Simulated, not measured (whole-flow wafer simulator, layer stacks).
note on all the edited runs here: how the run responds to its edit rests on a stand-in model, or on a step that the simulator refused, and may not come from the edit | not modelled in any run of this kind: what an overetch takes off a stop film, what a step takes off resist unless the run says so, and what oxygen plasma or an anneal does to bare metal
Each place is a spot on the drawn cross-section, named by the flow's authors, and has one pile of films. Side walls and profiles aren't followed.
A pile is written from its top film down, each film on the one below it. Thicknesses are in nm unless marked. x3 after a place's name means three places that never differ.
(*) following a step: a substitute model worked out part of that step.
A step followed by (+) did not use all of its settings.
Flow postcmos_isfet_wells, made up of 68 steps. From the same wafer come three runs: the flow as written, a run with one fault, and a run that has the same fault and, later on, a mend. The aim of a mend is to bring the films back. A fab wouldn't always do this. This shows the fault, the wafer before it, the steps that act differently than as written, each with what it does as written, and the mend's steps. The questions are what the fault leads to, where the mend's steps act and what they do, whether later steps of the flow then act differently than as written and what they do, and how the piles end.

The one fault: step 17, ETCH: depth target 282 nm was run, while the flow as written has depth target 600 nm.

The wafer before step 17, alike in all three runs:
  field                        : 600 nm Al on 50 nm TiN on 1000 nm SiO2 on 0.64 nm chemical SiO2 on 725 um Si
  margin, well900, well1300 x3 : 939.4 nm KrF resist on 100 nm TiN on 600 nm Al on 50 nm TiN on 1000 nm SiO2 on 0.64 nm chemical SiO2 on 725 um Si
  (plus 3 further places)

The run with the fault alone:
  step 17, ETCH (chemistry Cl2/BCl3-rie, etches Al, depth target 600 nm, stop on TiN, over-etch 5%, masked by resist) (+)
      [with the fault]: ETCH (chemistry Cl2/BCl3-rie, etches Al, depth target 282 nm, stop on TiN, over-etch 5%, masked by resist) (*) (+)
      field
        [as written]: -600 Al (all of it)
        [with the fault]: -282 Al
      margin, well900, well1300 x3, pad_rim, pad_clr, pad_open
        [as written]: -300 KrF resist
        [with the fault]: -141 KrF resist
  Later steps of the flow acting differently than as written:
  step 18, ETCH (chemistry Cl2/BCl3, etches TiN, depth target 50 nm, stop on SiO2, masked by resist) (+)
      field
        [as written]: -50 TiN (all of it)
        [with the fault]: -50 Al
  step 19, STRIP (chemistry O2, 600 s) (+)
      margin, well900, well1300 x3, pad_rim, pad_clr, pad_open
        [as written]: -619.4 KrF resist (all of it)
        [with the fault]: -778.4 KrF resist (all of it)
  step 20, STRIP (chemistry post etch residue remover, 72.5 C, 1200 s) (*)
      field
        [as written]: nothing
        [with the fault]: -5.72 Al
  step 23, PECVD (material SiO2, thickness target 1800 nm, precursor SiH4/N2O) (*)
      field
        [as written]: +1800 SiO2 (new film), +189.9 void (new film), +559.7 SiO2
        [with the fault]: +2237.3 SiO2 (new film)
  The piles end different from the flow's at field by more than 2% or 0.5 nm, whichever is larger.
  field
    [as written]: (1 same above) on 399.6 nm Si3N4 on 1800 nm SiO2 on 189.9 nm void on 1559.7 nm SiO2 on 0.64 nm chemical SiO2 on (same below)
    [with the fault]: (1 same above) on 399.6 nm Si3N4 on 2237.3 nm SiO2 on 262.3 nm Al on 50 nm TiN on 1000 nm SiO2 on 0.64 nm chemical SiO2 on (same below)

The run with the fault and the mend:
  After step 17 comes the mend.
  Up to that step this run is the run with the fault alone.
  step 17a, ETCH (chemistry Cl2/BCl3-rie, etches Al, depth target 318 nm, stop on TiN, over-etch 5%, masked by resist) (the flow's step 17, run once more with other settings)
      margin, well900, well1300 x3, pad_rim, pad_clr, pad_open
        -159 KrF resist
      field
        -318 Al (all of it)
  Later steps of the flow that are run all act as written at every place that is followed.
  The piles end the same as the flow's at every place that both follow.
